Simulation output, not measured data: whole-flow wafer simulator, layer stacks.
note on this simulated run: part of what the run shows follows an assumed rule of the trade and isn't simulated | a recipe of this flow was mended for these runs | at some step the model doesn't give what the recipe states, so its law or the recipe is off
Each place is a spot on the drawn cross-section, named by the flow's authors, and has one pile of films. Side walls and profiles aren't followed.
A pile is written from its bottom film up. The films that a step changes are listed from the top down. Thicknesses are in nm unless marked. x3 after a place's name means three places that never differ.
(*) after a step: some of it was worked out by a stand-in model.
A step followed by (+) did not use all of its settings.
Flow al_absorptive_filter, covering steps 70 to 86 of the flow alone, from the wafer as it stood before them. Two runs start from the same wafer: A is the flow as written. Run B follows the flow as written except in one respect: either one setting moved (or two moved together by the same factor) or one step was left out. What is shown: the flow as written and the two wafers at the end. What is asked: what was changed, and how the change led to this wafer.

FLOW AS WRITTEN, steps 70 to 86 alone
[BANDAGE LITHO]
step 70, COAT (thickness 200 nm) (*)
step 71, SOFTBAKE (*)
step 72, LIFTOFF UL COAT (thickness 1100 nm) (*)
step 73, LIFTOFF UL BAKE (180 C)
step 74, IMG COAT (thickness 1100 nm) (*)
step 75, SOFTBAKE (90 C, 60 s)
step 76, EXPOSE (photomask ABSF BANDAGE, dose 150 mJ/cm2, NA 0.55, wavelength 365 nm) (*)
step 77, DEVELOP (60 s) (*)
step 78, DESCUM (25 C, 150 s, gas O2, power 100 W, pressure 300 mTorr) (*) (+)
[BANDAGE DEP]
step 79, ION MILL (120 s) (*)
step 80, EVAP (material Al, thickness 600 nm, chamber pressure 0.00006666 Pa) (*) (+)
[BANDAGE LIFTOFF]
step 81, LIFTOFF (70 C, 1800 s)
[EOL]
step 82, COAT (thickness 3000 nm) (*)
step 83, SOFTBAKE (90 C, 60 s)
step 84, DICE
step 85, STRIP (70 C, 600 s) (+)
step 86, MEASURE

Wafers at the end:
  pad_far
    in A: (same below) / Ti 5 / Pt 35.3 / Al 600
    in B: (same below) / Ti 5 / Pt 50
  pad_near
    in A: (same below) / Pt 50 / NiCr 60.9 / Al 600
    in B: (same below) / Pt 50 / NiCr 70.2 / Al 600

Cause: step 78, DESCUM: 105 s was run, though the flow has 150 s.

How this came from the change, step by step:
  step 78, DESCUM (25 C, 150 s, gas O2, power 100 W, pressure 300 mTorr) (*) (+)
      pad_far: A acrylic-e-beam-resist loses 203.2 (all of it) | B acrylic-e-beam-resist loses 170.7
      pad_near: A acrylic-e-beam-resist loses 180.9 (all of it) | B acrylic-e-beam-resist loses 170.7
      (as well as at 12 more places)
  step 79, ION MILL (120 s) (*)
      pad_far: A Pt loses 14.7 | B acrylic-e-beam-resist loses 14.7
      pad_near: A NiCr loses 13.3 | B acrylic-e-beam-resist loses 10.2 (all of it), NiCr loses 4.06
  step 81, LIFTOFF (70 C, 1800 s)
      pad_far: A nothing | B Al loses 600 (all of it), acrylic-e-beam-resist loses 17.8 (all of it)
      xa_field, xl_land, idc_field: A Al loses 600 (all of it), i-line-resist loses 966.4 (all of it), lift-off-underlayer loses 1100 (all of it), acrylic-e-beam-resist loses 200 (all of it) | B Al loses 600 (all of it), i-line-resist loses 1003 (all of it), lift-off-underlayer loses 1100 (all of it), acrylic-e-beam-resist loses 200 (all of it)
      (as well as at 9 more places)
  step 82, COAT (thickness 3000 nm) (*)
      gnd: A i-line-resist gains 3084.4 (new film) | B i-line-resist gains 3017.9 (new film)
      pad_far: A i-line-resist gains 2560.9 (new film) | B i-line-resist gains 3039.7 (new film)
      (as well as at 1 more place)
  step 83, SOFTBAKE (90 C, 60 s)
      gnd: A i-line-resist gains 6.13 | B i-line-resist gains 10.7
      pad_far: A i-line-resist loses 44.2 | B i-line-resist loses 9.75
      (as well as at 3 more places)
  step 85, STRIP (70 C, 600 s) (+)
      gnd: A i-line-resist loses 3090.5 (all of it) | B i-line-resist loses 3028.6 (all of it)
      pad_far: A i-line-resist loses 2516.7 (all of it) | B i-line-resist loses 3030 (all of it)
      (as well as at 1 more place)
